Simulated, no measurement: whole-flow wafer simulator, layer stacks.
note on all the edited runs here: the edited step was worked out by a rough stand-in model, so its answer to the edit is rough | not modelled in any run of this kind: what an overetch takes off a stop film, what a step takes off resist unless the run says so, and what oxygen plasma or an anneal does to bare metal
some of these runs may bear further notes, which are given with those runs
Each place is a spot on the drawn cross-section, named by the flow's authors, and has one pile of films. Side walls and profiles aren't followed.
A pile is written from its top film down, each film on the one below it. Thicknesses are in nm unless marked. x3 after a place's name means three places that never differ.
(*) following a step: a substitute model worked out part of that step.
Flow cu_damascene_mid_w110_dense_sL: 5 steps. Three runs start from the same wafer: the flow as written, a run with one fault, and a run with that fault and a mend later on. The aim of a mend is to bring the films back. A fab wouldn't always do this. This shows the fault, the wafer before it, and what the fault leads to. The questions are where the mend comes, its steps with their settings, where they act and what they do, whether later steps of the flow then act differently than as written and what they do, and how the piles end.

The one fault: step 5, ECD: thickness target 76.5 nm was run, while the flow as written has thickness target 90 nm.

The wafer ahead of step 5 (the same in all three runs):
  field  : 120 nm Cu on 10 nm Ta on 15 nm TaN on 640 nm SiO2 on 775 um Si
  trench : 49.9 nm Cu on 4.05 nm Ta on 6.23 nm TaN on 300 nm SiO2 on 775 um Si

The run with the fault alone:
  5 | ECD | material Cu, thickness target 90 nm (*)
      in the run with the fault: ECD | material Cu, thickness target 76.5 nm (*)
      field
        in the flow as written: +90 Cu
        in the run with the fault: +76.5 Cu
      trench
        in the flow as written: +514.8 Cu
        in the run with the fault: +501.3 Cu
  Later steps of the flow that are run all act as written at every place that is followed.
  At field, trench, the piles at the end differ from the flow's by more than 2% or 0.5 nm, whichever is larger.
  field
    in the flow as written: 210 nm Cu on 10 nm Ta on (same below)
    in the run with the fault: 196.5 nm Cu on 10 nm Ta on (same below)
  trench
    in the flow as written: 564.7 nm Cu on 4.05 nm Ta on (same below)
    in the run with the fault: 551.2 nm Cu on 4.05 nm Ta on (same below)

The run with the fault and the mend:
  The mend follows step 5.
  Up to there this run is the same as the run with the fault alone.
  5a | ECD | material Cu, thickness target 13.5 nm (a further turn of the flow's step 5, with different settings)
      field, trench
        +13.5 Cu
  Later steps of the flow that are run all act as written at every place that is followed.
  By the end, the piles equal the flow's at every place that both follow.
